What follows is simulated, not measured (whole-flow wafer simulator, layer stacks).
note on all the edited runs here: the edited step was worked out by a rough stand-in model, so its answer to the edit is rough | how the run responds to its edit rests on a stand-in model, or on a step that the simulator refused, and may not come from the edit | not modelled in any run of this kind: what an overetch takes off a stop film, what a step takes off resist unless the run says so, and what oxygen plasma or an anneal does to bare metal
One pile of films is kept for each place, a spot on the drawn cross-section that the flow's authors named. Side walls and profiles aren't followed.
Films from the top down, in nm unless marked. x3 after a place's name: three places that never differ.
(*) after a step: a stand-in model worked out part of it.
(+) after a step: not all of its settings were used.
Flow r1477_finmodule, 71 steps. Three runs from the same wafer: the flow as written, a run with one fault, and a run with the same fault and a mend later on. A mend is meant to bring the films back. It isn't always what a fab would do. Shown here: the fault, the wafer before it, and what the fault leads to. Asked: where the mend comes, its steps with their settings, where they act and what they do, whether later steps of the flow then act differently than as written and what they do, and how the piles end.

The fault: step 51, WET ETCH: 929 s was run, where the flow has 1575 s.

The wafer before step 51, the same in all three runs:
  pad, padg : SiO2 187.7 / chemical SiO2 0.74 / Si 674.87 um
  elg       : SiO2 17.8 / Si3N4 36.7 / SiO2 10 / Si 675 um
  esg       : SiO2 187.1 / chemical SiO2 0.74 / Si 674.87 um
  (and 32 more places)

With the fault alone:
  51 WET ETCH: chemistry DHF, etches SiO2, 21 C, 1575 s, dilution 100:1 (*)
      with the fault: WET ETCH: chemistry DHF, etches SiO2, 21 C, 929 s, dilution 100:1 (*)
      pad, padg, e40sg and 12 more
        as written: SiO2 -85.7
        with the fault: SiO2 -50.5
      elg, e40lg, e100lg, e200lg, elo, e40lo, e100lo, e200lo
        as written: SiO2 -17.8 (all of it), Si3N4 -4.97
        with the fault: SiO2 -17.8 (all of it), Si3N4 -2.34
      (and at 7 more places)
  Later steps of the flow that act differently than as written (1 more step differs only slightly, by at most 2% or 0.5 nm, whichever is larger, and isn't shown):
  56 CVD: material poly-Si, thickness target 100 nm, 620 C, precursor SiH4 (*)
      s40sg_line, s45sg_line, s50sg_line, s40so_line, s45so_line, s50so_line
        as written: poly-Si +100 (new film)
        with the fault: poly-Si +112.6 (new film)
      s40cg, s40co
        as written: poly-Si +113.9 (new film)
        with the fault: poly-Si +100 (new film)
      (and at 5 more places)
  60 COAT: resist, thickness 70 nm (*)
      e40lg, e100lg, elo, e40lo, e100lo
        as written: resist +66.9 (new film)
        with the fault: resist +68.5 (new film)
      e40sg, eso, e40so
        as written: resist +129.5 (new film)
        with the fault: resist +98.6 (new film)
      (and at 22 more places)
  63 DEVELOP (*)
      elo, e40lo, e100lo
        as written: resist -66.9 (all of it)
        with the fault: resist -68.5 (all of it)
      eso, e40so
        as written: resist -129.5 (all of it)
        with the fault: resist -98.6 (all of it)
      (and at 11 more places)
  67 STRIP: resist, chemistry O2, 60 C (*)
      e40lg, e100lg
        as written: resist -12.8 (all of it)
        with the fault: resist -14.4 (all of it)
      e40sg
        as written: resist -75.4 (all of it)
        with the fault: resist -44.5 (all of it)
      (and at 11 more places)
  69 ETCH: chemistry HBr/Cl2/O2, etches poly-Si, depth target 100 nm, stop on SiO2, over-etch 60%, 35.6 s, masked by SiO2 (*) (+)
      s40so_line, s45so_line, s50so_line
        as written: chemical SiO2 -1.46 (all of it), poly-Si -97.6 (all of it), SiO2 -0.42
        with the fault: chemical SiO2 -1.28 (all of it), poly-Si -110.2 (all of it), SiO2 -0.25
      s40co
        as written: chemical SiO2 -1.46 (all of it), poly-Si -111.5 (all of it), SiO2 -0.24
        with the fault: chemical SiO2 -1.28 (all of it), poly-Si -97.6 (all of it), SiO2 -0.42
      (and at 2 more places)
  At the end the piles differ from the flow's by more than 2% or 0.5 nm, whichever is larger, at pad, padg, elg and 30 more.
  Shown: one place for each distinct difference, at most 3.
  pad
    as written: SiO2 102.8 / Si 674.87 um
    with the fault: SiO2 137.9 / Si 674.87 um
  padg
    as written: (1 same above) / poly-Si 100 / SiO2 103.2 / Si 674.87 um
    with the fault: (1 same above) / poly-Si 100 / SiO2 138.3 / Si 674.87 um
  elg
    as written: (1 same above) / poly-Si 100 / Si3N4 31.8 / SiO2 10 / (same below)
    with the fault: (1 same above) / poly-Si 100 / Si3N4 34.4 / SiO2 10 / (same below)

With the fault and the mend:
  The mend comes after step 51.
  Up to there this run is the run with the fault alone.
  51a WET ETCH: chemistry DHF, etches SiO2, 21 C, 646 s, dilution 100:1 (*) (the flow's step 51 once more, with other settings)
      pad, padg, e40sg and 12 more
        SiO2 -35.1
      elg, e40lg, e100lg, e200lg, elo, e40lo, e100lo, e200lo
        Si3N4 -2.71
      esg, s40cg, s45cg, s50cg, s40co, s45co, s50co
        SiO2 -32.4
  No later step of the flow acts differently than as written, at any place that is followed, by more than 2% or 0.5 nm, whichever is larger.
  At the end the piles differ from the flow's only slightly at the places that both follow, by at most 2% or 0.5 nm, whichever is larger.
